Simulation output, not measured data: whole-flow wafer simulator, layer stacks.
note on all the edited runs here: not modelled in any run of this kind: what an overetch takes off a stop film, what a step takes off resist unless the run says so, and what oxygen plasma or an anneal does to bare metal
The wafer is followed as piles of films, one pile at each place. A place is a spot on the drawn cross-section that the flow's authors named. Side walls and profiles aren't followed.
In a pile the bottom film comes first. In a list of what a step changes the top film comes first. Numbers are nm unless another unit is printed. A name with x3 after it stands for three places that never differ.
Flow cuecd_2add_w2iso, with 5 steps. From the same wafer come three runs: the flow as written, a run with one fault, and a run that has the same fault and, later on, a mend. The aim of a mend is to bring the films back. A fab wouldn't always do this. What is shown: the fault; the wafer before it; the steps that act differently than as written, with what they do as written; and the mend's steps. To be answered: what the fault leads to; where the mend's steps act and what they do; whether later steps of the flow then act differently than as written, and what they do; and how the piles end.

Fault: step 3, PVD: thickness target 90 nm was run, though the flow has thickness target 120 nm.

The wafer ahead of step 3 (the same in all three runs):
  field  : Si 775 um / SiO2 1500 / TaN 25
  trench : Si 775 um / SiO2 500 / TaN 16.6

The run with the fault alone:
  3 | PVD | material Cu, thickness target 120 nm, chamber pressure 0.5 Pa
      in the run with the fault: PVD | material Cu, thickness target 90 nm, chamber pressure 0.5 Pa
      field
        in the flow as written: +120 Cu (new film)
        in the run with the fault: +90 Cu (new film)
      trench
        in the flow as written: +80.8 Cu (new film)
        in the run with the fault: +60.7 Cu (new film)
  Later steps of the flow that are run all act as written at every place that is followed, up to a difference of at most 2% or 0.5 nm, whichever is larger.
  The piles end different from the flow's at field by more than 2% or 0.5 nm, whichever is larger.
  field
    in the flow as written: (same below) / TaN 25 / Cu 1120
    in the run with the fault: (same below) / TaN 25 / Cu 1090

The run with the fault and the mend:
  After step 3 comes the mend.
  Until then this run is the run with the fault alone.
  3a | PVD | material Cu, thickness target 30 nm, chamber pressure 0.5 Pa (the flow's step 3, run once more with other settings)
      field
        +30 Cu
      trench
        +19.7 Cu
  Later steps of the flow that are run all act as written at every place that is followed, up to a difference of at most 2% or 0.5 nm, whichever is larger.
  The piles end the same as the flow's at every place that both follow.
